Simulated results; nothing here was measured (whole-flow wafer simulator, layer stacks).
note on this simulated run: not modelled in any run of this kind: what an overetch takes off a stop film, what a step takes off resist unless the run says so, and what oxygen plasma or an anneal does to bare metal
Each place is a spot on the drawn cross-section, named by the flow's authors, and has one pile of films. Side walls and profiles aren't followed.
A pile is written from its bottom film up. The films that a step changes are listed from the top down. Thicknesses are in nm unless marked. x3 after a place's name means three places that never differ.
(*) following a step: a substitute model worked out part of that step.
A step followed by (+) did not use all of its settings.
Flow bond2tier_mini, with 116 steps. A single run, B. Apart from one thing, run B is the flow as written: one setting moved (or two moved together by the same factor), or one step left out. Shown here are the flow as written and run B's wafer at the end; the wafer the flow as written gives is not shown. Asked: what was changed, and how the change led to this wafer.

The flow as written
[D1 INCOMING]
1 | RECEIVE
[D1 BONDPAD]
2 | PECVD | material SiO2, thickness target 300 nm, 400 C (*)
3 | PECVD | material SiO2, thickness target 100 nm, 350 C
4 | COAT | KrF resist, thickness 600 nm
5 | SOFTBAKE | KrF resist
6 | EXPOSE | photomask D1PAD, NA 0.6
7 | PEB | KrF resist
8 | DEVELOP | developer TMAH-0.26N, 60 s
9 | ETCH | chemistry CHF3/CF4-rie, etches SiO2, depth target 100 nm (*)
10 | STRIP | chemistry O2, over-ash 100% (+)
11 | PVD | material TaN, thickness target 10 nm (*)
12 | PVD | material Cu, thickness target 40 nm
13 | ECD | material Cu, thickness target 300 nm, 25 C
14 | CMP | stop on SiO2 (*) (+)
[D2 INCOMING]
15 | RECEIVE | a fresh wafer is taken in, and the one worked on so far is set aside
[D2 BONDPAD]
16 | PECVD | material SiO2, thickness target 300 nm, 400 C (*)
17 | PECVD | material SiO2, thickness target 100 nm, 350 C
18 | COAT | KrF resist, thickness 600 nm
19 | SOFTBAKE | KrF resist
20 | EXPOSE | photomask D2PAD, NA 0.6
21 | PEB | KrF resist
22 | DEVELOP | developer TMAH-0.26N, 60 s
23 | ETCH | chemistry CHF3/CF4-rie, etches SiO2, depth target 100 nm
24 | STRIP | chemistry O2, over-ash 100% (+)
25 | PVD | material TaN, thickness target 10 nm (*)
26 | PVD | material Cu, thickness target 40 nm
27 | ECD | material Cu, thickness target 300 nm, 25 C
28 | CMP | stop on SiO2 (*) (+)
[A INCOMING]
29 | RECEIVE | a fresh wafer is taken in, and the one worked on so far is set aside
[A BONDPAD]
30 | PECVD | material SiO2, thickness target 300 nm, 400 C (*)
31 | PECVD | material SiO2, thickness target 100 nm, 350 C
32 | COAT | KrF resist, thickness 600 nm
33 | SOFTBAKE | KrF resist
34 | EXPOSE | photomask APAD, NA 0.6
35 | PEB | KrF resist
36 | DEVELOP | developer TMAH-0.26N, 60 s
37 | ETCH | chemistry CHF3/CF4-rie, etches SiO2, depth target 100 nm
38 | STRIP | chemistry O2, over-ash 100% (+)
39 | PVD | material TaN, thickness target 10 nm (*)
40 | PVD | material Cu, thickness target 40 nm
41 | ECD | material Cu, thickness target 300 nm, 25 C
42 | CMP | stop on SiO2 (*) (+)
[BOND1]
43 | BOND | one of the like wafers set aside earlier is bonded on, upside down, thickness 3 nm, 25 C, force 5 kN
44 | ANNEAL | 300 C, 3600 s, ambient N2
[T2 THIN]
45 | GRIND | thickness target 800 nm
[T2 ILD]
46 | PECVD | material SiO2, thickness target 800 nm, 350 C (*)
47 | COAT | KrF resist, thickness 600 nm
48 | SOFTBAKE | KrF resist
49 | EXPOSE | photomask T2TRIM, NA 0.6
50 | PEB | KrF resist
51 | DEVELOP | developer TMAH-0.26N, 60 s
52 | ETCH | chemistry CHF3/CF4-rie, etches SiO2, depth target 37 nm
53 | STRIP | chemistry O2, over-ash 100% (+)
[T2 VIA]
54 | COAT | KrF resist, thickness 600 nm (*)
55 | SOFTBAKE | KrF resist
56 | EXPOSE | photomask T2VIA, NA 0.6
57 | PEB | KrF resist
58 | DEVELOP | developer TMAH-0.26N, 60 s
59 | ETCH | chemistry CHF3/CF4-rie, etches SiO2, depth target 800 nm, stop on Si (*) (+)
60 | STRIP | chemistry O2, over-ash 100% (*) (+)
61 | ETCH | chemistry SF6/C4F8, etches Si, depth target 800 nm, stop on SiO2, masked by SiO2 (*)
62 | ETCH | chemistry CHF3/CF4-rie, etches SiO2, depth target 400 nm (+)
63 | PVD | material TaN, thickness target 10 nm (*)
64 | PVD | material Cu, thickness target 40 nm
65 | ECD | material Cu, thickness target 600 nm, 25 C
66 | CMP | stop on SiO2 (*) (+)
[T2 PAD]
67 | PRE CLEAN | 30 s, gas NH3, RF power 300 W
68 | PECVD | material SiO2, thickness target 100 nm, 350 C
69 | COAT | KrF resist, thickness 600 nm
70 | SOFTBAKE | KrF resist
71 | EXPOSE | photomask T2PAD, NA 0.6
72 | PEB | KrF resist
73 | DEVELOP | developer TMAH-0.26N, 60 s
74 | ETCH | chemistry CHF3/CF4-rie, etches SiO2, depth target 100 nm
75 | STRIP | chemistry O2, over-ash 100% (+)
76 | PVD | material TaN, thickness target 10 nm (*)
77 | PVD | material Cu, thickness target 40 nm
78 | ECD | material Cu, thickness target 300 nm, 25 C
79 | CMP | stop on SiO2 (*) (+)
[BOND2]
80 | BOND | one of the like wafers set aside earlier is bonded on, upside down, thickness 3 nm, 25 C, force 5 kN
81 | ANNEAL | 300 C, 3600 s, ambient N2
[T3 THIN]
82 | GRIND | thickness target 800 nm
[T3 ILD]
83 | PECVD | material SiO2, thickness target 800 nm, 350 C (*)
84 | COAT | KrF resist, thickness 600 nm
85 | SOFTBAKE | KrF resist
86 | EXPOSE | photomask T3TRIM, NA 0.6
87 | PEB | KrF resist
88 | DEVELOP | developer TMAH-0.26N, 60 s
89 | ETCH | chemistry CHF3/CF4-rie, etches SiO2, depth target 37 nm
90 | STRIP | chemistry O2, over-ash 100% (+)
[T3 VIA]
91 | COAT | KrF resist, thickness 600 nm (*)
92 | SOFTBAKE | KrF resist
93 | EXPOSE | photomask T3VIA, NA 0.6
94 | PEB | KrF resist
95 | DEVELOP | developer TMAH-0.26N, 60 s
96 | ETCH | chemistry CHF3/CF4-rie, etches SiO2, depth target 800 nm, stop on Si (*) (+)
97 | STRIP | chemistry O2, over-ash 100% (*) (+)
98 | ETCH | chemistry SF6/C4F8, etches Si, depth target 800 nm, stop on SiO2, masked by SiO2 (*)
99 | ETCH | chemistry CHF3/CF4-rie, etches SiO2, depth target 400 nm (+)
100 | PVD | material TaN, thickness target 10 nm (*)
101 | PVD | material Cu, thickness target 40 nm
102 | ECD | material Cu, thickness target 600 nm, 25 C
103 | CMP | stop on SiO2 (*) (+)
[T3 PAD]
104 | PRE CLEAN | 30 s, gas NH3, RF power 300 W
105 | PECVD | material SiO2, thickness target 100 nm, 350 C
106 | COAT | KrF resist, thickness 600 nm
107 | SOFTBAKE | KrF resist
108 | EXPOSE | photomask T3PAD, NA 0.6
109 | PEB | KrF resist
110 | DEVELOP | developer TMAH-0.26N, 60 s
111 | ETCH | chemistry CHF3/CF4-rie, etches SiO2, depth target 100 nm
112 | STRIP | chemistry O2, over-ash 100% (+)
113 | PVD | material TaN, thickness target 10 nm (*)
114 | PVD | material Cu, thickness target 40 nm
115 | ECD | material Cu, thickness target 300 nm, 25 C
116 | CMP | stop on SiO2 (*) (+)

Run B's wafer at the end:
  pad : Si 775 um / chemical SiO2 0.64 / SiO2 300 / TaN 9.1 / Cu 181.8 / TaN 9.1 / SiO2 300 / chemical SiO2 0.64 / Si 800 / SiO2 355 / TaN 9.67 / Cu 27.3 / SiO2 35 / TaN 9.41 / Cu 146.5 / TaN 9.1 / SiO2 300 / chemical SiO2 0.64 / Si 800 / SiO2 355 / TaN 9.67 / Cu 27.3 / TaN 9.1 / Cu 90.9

Cause: step 74, ETCH: depth target 65 nm was run, while the flow as written has depth target 100 nm.

The path from the change to this, step by step:
  74 | ETCH | chemistry CHF3/CF4-rie, etches SiO2, depth target 100 nm
      pad: SiO2 loses 65 (in the flow as written it would be: SiO2 loses 100 (all of it))
      field: KrF resist loses 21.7 (in the flow as written it would be: KrF resist loses 33.3)
  75 | STRIP | chemistry O2, over-ash 100% (+)
      field: KrF resist loses 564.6 (all of it) (in the flow as written it would be: KrF resist loses 552.9 (all of it))
  77 | PVD | material Cu, thickness target 40 nm
      pad: Cu gains 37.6 (new film) (in the flow as written it would be: Cu gains 36.4 (new film))
  78 | ECD | material Cu, thickness target 300 nm, 25 C
      pad: Cu gains 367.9 (in the flow as written it would be: Cu gains 404.5)
If metal films that touch count as one body, pad has 4 bodies (between them, from the top down: SiO2 355 / Si 800 / chemical SiO2 0.64 / SiO2 300; SiO2 35; SiO2 355 / Si 800 / chemical SiO2 0.64 / SiO2 300); the flow as written gives 3 bodies (between them, from the top down: SiO2 355 / Si 800 / chemical SiO2 0.64 / SiO2 300; SiO2 355 / Si 800 / chemical SiO2 0.64 / SiO2 300).
